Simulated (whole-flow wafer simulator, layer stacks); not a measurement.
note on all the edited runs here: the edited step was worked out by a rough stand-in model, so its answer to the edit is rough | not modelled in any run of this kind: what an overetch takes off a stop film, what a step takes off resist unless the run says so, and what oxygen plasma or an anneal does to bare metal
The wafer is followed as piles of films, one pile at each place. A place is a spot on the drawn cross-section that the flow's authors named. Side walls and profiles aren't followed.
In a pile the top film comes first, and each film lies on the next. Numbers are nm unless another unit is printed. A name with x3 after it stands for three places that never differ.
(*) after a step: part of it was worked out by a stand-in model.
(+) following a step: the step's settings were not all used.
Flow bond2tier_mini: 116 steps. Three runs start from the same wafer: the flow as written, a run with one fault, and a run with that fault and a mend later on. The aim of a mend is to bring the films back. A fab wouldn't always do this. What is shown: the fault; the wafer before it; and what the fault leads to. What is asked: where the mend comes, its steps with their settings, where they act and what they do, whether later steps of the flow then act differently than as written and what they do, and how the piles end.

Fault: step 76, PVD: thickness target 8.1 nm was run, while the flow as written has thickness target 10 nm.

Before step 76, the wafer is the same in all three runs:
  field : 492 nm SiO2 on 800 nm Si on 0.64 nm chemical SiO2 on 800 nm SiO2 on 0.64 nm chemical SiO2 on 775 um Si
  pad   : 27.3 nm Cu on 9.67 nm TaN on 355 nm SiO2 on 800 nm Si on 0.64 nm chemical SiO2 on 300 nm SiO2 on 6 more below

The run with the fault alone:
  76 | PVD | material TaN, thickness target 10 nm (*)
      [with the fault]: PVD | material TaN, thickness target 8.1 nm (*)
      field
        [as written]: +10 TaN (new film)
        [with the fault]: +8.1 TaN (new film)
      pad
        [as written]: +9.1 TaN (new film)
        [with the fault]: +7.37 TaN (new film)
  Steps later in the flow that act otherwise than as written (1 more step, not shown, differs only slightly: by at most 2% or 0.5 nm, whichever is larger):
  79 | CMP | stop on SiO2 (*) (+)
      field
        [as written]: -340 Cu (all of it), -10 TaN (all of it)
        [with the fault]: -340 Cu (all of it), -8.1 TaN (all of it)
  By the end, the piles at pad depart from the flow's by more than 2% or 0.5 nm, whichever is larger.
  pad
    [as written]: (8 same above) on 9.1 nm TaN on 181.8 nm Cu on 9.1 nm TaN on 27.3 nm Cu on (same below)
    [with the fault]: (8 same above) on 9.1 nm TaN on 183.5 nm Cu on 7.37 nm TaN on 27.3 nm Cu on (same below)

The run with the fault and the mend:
  After step 76 comes the mend.
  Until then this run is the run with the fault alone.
  76a | PVD | material TaN, thickness target 1.9 nm (*) (a further turn of the flow's step 76, with different settings)
      field
        +1.9 TaN
      pad
        +1.73 TaN
  Every later step of the flow that is run acts as written at every place that is followed.
  By the end, the piles equal the flow's at every place that both follow.
